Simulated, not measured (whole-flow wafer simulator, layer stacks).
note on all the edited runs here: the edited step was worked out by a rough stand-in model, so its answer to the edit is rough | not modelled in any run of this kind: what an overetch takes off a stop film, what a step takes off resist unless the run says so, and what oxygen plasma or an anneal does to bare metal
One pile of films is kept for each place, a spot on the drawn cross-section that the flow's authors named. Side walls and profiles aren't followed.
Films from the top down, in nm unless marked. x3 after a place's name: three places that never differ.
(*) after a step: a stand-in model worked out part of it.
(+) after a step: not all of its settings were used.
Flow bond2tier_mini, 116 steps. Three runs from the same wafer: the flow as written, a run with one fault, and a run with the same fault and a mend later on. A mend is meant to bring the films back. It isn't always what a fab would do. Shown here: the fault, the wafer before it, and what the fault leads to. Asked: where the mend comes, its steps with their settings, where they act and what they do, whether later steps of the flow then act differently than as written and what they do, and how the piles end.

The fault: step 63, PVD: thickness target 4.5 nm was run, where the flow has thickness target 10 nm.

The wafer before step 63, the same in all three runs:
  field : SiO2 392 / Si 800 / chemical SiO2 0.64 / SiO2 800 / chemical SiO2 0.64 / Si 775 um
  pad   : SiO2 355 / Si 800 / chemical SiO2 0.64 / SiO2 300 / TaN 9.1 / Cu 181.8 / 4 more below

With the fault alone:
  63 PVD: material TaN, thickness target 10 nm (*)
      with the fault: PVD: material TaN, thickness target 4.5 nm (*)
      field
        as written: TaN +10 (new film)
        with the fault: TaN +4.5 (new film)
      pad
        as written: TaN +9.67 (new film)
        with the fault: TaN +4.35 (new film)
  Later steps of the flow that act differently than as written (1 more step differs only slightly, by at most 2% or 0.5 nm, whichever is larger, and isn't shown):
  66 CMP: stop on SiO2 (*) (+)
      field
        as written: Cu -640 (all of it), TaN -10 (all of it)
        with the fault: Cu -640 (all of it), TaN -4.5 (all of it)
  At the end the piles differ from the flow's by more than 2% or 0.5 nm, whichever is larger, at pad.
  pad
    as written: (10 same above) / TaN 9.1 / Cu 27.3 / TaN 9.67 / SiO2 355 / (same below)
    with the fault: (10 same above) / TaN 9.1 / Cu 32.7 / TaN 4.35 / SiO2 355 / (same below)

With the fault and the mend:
  The mend comes after step 63.
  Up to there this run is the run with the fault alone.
  63a PVD: material TaN, thickness target 5.5 nm (*) (the flow's step 63 once more, with other settings)
      field
        TaN +5.5
      pad
        TaN +5.31
  No later step of the flow acts differently than as written at any place that is followed.
  At the end the piles differ from the flow's only slightly at the places that both follow, by at most 2% or 0.5 nm, whichever is larger.
